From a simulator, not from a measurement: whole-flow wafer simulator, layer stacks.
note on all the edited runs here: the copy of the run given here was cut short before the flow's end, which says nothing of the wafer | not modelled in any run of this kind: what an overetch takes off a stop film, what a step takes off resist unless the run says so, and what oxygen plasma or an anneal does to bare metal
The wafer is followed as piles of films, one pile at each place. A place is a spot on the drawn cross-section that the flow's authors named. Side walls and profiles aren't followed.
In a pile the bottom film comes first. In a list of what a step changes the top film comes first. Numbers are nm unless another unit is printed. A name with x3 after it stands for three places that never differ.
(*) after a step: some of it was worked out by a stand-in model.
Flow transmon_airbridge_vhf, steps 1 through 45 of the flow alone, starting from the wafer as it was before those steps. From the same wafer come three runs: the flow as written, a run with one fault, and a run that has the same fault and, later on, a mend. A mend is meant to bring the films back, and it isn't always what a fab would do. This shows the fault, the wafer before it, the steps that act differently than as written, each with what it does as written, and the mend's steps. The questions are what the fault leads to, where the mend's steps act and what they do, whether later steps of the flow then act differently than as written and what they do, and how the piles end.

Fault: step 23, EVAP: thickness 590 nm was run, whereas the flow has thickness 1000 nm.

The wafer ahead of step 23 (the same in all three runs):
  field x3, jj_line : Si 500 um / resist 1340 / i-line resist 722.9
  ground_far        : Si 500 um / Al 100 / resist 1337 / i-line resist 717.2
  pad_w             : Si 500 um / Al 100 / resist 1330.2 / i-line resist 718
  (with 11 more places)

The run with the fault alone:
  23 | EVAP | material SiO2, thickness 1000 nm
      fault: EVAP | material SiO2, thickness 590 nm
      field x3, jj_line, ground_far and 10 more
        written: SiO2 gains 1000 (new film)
        fault: SiO2 gains 590 (new film)
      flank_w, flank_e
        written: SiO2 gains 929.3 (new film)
        fault: SiO2 gains 548.3 (new film)
  Steps later in the flow that act otherwise than as written (2 more steps, not shown, differ only slightly: by at most 2% or 0.5 nm, whichever is larger):
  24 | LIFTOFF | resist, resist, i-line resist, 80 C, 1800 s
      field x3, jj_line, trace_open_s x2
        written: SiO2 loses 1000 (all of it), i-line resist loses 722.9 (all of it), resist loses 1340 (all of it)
        fault: SiO2 loses 590 (all of it), i-line resist loses 722.9 (all of it), resist loses 1340 (all of it)
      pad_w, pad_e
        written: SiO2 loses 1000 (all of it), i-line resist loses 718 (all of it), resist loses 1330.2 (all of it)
        fault: SiO2 loses 590 (all of it), i-line resist loses 718 (all of it), resist loses 1330.2 (all of it)
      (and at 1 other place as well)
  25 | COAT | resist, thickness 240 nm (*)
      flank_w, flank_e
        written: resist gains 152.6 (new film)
        fault: resist gains 167.4 (new film)
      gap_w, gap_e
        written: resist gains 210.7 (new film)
        fault: resist gains 228.1 (new film)
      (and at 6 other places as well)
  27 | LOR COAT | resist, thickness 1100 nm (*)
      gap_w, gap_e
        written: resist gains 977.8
        fault: resist gains 1035.7
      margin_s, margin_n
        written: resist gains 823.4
        fault: resist gains 926.5
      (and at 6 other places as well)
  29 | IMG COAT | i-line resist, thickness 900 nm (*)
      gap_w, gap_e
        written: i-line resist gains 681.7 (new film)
        fault: i-line resist gains 781.9 (new film)
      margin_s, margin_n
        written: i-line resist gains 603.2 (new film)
        fault: i-line resist gains 732 (new film)
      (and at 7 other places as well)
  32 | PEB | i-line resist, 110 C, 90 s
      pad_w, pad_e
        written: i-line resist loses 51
        fault: i-line resist loses 49
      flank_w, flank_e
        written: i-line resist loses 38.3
        fault: i-line resist loses 42.3
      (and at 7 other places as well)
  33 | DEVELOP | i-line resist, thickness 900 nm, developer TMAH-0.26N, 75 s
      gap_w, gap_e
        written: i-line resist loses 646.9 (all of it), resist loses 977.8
        fault: i-line resist loses 741.9 (all of it), resist loses 1035.7
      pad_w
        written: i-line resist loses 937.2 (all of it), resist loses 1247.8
        fault: i-line resist loses 901.8 (all of it), resist loses 1183.4
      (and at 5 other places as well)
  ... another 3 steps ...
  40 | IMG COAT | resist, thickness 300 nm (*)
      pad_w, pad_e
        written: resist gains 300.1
        fault: resist gains 289.3
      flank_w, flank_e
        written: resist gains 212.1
        fault: resist gains 221.4
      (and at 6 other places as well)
  By the end, the piles at pad_w, flank_w, gap_w and 7 more depart from the flow's by more than 2% or 0.5 nm, whichever is larger.
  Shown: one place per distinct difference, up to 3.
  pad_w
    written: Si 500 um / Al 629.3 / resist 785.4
    fault: Si 500 um / Al 629.7 / resist 752.6
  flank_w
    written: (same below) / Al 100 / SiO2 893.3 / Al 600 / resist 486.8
    fault: (same below) / Al 100 / SiO2 512.3 / Al 600 / resist 546.9
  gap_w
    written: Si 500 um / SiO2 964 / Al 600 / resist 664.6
    fault: Si 500 um / SiO2 554 / Al 600 / resist 700.6

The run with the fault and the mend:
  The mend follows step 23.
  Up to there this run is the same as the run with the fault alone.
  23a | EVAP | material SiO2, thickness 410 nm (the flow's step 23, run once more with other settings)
      field x3, jj_line, ground_far and 10 more
        SiO2 gains 410
      flank_w, flank_e
        SiO2 gains 381.4
  Later steps of the flow that are run all act as written at every place that is followed, up to a difference of at most 2% or 0.5 nm, whichever is larger.
  The piles end only slightly different from the flow's at the places that both follow, by no more than 2% or 0.5 nm, whichever is larger.
